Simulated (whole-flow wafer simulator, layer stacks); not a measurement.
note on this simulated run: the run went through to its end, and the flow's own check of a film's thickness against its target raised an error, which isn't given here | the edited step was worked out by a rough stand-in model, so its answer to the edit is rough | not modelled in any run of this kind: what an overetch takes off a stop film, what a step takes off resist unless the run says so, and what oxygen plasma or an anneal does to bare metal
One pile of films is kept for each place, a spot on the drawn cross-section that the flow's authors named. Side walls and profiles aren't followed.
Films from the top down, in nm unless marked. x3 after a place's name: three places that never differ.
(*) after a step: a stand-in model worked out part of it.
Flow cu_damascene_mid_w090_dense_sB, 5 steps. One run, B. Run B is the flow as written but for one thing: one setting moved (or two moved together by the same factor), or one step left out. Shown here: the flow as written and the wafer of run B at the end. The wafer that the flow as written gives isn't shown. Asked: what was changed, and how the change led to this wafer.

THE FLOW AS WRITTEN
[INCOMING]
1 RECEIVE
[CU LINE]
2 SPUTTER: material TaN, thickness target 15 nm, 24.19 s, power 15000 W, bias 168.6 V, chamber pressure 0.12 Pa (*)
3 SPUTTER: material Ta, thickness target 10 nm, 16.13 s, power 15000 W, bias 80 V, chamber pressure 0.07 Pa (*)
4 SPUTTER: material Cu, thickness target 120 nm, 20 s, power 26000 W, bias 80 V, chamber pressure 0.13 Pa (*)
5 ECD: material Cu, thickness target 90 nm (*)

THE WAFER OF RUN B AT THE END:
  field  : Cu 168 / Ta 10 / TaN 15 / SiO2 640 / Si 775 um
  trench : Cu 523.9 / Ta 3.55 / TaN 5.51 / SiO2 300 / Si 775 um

The cause: step 4, SPUTTER: thickness target 78 nm was run, where the flow has thickness target 120 nm; step 4, SPUTTER: 13 s was run, where the flow has 20 s.

How the change led to this, step by step:
  4 SPUTTER: material Cu, thickness target 120 nm, 20 s, power 26000 W, bias 80 V, chamber pressure 0.13 Pa (*)
      field: Cu +78 (new film) (as written it would be: Cu +120 (new film))
      trench: Cu +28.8 (new film) (as written it would be: Cu +44.3 (new film))
  5 ECD: material Cu, thickness target 90 nm (*)
      trench: Cu +495.1 (as written it would be: Cu +521.6)
